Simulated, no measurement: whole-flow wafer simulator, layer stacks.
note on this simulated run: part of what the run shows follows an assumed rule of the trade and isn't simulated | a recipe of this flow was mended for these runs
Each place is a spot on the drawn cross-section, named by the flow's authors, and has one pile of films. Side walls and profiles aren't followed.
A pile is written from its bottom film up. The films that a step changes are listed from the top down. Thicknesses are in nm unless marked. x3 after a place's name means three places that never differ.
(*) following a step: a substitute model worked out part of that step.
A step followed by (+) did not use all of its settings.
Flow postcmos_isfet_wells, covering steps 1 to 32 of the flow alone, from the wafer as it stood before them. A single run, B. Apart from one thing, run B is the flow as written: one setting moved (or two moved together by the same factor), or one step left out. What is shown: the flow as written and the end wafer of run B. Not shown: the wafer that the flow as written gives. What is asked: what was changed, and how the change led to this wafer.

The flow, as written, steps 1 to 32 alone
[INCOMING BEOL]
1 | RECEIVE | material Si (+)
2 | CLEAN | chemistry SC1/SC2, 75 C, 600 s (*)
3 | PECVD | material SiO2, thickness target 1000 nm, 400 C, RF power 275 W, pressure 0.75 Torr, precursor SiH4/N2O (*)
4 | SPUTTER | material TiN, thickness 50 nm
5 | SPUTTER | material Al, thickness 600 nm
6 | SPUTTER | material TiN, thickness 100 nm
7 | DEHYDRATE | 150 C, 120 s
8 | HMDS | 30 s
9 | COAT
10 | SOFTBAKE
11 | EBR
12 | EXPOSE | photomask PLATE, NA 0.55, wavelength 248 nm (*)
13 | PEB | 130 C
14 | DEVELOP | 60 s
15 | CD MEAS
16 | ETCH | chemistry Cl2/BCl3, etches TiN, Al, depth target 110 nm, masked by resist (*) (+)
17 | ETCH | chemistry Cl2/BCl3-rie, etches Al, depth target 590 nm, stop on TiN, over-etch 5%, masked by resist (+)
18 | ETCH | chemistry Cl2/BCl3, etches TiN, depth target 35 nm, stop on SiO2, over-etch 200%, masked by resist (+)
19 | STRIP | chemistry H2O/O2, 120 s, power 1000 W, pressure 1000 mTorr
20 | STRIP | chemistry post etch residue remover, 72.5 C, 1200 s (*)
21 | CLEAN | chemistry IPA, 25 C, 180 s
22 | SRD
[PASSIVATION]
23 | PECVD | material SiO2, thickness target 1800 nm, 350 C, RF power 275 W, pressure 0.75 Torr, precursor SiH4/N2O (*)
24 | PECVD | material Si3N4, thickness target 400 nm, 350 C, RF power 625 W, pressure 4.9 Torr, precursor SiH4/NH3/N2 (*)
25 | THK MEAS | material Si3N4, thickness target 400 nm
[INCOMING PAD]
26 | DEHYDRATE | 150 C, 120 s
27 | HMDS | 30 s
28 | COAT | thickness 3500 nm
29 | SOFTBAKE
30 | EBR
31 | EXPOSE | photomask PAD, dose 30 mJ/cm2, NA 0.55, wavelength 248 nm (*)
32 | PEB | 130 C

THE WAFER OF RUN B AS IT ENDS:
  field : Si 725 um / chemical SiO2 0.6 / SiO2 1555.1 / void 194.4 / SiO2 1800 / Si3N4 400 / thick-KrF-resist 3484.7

What caused this: step 16, ETCH: depth target 69 nm was run, though the flow has depth target 110 nm.

How this came from the change, step by step:
  16 | ETCH | chemistry Cl2/BCl3, etches TiN, Al, depth target 110 nm, masked by resist (*) (+)
      field: TiN loses 69 (in the flow as written it would be: TiN loses 100 (all of it), Al loses 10)
      margin x8: thick-KrF-resist loses 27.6 (in the flow as written it would be: thick-KrF-resist loses 44)
  17 | ETCH | chemistry Cl2/BCl3-rie, etches Al, depth target 590 nm, stop on TiN, over-etch 5%, masked by resist (+)
      field: TiN loses 31 (all of it), Al loses 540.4 (in the flow as written it would be: Al loses 590 (all of it), TiN loses 18.4)
  18 | ETCH | chemistry Cl2/BCl3, etches TiN, depth target 35 nm, stop on SiO2, over-etch 200%, masked by resist (+)
      field: Al loses 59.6 (all of it), TiN loses 50 (all of it), SiO2 loses 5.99 (in the flow as written it would be: TiN loses 31.6 (all of it), SiO2 loses 14.7)
      margin x8: thick-KrF-resist loses 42 (in the flow as written it would be: thick-KrF-resist loses 37.9)
  19 | STRIP | chemistry H2O/O2, 120 s, power 1000 W, pressure 1000 mTorr
      margin x8: thick-KrF-resist loses 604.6 (all of it) (in the flow as written it would be: thick-KrF-resist loses 592.4 (all of it))
  23 | PECVD | material SiO2, thickness target 1800 nm, 350 C, RF power 275 W, pressure 0.75 Torr, precursor SiH4/N2O (*)
      field: SiO2 gains 1800 (new film), void gains 194.4 (new film), SiO2 gains 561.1 (in the flow as written it would be: SiO2 gains 1800 (new film), void gains 201.1 (new film), SiO2 gains 563.2)
